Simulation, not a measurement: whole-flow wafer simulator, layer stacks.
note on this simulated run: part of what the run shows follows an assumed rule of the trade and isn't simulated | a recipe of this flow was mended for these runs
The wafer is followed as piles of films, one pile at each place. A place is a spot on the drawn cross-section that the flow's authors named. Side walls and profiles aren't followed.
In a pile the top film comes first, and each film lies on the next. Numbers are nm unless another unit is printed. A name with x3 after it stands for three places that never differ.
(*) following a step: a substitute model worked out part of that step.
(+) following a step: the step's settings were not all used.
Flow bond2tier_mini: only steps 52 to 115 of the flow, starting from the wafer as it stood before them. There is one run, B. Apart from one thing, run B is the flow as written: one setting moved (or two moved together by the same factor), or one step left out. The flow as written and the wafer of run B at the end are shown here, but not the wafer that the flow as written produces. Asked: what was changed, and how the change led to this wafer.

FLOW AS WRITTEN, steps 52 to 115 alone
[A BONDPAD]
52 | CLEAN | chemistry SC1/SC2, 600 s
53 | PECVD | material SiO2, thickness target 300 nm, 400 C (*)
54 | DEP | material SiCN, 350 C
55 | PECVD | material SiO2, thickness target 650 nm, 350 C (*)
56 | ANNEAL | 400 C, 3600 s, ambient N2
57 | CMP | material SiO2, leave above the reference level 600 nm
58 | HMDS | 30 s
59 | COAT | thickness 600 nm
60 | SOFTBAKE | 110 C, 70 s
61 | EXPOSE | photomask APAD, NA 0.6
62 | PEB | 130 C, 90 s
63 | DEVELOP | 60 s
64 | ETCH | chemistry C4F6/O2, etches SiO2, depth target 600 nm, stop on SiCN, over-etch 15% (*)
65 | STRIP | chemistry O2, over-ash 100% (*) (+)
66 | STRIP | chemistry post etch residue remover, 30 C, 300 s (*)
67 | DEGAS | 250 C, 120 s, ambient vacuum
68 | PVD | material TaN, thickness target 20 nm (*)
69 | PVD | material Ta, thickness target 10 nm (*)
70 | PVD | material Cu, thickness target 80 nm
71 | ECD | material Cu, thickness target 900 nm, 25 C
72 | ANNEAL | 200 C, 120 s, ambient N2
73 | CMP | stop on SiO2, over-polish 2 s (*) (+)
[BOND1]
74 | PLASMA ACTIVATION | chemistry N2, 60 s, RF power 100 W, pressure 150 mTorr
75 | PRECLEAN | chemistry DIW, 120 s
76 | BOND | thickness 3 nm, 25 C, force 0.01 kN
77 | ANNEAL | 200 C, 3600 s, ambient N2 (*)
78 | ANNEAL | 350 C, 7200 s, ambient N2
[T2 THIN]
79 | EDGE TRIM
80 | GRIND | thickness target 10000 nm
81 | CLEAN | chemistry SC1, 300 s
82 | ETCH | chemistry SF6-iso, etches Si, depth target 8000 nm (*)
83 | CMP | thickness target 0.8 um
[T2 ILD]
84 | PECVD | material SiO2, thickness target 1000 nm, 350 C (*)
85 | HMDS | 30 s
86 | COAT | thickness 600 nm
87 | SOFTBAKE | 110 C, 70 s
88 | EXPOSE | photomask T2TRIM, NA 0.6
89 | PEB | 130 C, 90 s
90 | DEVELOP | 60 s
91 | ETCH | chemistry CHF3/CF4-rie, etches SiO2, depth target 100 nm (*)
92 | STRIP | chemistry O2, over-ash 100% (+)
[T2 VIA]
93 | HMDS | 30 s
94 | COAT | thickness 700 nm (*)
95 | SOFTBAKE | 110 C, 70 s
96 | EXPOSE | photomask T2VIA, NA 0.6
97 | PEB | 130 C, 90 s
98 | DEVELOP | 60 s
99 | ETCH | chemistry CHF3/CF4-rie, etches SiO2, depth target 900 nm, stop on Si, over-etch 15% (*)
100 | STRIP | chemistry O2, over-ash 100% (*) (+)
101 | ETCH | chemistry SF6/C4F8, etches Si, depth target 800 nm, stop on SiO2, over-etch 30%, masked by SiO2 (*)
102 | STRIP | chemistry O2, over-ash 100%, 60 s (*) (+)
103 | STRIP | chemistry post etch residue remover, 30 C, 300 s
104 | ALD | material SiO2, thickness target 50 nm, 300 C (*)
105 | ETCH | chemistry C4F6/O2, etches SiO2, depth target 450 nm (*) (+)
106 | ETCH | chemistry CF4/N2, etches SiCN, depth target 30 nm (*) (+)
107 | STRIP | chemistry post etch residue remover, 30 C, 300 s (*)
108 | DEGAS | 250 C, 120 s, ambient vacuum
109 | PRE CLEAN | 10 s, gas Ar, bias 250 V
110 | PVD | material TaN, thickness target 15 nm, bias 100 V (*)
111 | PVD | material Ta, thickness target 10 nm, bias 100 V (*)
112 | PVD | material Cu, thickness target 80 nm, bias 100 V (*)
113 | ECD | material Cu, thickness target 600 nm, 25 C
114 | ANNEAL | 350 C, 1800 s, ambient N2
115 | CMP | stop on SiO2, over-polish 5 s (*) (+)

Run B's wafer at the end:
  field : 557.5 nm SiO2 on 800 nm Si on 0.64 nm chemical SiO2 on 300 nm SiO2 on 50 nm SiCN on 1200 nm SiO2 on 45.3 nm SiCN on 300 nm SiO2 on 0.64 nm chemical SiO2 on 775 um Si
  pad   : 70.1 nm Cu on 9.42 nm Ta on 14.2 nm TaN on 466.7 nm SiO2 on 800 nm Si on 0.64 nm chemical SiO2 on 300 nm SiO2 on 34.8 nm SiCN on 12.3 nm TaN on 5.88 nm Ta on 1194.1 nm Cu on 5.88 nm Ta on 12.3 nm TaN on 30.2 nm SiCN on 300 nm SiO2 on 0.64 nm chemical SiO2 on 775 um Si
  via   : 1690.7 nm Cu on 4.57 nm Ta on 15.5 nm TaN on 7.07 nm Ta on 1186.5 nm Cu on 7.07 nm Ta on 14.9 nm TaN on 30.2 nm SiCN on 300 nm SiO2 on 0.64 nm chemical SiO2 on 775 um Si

What caused this: step 54, DEP: 374 C was run, though the flow has 350 C.

The path from the change to this, step by step:
  54 | DEP | material SiCN, 350 C
      field, pad, via: SiCN gains 45.3 (new film) (in the flow as written it would be: SiCN gains 50 (new film))
